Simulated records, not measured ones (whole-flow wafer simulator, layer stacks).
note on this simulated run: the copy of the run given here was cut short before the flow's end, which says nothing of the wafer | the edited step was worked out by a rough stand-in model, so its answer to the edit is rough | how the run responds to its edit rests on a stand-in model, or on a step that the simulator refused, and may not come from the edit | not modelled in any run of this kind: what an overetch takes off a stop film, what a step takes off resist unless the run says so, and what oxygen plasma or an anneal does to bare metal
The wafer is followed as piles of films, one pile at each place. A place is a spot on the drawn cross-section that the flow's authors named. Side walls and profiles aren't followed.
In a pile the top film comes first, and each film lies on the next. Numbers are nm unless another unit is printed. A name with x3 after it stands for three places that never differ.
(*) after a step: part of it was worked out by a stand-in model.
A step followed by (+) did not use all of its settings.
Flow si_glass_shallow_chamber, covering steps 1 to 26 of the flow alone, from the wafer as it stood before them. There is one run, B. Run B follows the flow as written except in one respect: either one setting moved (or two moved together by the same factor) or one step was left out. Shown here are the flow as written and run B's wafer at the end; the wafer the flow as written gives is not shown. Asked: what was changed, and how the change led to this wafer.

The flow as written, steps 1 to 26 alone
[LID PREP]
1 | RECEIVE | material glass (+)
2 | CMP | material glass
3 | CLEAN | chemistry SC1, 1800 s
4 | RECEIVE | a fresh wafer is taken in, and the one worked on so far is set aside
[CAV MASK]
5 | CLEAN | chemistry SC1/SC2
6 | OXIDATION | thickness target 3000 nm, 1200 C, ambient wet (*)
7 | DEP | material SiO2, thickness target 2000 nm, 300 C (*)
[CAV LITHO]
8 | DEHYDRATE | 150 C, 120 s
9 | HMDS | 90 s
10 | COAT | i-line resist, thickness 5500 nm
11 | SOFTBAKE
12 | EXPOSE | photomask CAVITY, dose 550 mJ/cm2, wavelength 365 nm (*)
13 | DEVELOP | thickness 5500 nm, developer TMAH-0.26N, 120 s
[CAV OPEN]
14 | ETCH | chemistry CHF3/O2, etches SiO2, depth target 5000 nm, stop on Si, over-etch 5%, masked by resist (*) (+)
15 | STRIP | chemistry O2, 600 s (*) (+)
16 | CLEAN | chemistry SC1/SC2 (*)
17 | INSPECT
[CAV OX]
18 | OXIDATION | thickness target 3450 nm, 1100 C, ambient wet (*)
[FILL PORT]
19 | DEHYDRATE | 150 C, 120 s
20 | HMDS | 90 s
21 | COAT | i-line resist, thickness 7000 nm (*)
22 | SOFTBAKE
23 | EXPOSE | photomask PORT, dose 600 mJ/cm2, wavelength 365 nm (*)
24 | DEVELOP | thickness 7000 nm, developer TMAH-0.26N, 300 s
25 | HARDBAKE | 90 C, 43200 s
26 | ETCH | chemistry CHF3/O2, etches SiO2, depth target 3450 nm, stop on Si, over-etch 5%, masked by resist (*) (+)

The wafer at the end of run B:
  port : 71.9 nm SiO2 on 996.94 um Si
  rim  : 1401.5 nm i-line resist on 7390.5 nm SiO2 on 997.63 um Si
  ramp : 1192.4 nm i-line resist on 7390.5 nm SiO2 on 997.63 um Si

Cause: step 6, OXIDATION: thickness target 4500 nm was run, while the flow as written has thickness target 3000 nm.

Step by step, how the change led to this:
  6 | OXIDATION | thickness target 3000 nm, 1200 C, ambient wet (*)
      rim, ramp, cav, port, septum, ring: +4500 SiO2 (new film), -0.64 chemical SiO2 (all of it), -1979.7 Si (as written it would have been: +3000 SiO2 (new film), -0.64 chemical SiO2 (all of it), -1319.7 Si)
  14 | ETCH | chemistry CHF3/O2, etches SiO2, depth target 5000 nm, stop on Si, over-etch 5%, masked by resist (*) (+)
      cav, port: -5250 SiO2 (as written it would have been: -5000 SiO2 (all of it), -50 Si)
  15 | STRIP | chemistry O2, 600 s (*) (+)
      cav, port: nothing (as written it would have been: +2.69 chemical SiO2 (new film), -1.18 Si)
  18 | OXIDATION | thickness target 3450 nm, 1100 C, ambient wet (*)
      cav, port: +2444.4 SiO2, -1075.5 Si (as written it would have been: +3450 SiO2 (new film), -2.69 chemical SiO2 (all of it), -1516.8 Si)
      rim, ramp, septum, ring: +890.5 SiO2, -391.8 Si (as written it would have been: +1109.8 SiO2, -488.3 Si)
  21 | COAT | i-line resist, thickness 7000 nm (*)
      rim: +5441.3 i-line resist (new film) (as written it would have been: +5660.1 i-line resist (new film))
      ramp: +4787.2 i-line resist (new film) (as written it would have been: +5087.8 i-line resist (new film))
  22 | SOFTBAKE
      rim: -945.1 i-line resist (as written it would have been: -849 i-line resist)
      ramp: -506.9 i-line resist (as written it would have been: -434.5 i-line resist)
      (and at 3 other places as well)
  25 | HARDBAKE | 90 C, 43200 s
      rim: -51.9 i-line resist (as written it would have been: -62.5 i-line resist)
      ramp: -45.1 i-line resist (as written it would have been: -57.1 i-line resist)
      (and at 1 other place as well)
  26 | ETCH | chemistry CHF3/O2, etches SiO2, depth target 3450 nm, stop on Si, over-etch 5%, masked by resist (*) (+)
      port: -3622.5 SiO2 (as written it would have been: -3450 SiO2 (all of it), -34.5 Si)
